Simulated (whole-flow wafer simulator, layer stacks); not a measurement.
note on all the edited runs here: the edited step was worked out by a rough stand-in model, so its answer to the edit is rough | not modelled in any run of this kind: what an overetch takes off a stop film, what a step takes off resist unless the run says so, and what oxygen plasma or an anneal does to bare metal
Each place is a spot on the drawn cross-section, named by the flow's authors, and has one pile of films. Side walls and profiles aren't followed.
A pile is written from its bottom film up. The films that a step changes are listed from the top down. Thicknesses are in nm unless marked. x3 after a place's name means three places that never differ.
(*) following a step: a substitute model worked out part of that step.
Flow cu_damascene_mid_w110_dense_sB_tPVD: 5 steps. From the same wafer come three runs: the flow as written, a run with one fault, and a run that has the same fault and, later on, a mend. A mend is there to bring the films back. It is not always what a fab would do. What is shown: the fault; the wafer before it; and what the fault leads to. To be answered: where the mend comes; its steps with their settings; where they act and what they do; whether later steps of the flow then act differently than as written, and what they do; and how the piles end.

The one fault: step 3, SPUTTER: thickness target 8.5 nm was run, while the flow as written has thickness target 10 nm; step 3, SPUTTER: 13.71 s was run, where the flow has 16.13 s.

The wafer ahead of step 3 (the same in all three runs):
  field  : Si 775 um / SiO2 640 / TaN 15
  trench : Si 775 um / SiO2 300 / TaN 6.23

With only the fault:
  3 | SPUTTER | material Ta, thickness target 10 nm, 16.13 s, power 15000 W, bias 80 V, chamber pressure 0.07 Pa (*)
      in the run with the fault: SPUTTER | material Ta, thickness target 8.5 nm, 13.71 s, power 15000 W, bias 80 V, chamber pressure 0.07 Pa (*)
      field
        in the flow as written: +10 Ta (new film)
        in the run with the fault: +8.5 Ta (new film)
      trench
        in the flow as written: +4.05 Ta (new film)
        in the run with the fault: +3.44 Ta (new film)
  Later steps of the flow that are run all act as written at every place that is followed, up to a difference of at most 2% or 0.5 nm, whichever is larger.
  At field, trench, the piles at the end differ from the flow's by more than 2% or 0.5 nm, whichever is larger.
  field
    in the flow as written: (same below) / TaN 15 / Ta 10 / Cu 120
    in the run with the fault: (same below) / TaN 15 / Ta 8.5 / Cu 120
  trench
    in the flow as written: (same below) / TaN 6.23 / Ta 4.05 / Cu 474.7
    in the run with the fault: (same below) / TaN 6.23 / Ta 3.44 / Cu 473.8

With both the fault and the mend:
  After step 3 comes the mend.
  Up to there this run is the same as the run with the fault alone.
  3a | SPUTTER | material Ta, thickness target 1.5 nm, 2.42 s, power 15000 W, bias 80 V, chamber pressure 0.07 Pa (*) (the flow's step 3 again, with other settings)
      field
        +1.5 Ta
      trench
        +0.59 Ta
  Later steps of the flow that are run all act as written at every place that is followed, up to a difference of at most 2% or 0.5 nm, whichever is larger.
  At the end the piles are close to the flow's at the places that both follow, differing by at most 2% or 0.5 nm, whichever is larger.
